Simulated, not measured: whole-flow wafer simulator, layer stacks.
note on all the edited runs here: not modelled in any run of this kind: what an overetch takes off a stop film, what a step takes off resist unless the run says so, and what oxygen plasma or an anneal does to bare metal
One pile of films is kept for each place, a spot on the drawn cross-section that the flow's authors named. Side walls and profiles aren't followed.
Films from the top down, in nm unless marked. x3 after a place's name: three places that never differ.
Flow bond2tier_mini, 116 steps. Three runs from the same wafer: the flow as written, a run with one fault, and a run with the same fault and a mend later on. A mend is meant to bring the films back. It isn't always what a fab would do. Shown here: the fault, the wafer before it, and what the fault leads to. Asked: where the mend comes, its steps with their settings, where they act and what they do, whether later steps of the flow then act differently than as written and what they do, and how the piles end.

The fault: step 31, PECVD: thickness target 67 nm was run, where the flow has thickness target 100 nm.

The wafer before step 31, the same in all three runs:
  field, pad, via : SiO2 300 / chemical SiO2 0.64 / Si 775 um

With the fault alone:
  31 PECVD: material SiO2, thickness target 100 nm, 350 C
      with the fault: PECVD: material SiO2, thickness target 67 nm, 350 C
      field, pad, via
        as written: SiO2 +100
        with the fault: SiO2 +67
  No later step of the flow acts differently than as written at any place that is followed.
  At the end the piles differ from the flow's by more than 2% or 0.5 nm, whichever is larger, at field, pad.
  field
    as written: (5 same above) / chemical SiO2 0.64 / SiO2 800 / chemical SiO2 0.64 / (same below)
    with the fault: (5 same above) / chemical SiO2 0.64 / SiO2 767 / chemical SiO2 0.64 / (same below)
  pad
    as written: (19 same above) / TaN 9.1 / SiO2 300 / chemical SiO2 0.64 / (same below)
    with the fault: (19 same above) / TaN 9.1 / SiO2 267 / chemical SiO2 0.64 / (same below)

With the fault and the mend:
  The mend comes after step 31.
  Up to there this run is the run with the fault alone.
  31a PECVD: material SiO2, thickness target 33 nm, 350 C (the flow's step 31 once more, with other settings)
      field, pad, via
        SiO2 +33
  No later step of the flow acts differently than as written at any place that is followed.
  At the end the piles are the same as the flow's at every place that both follow.
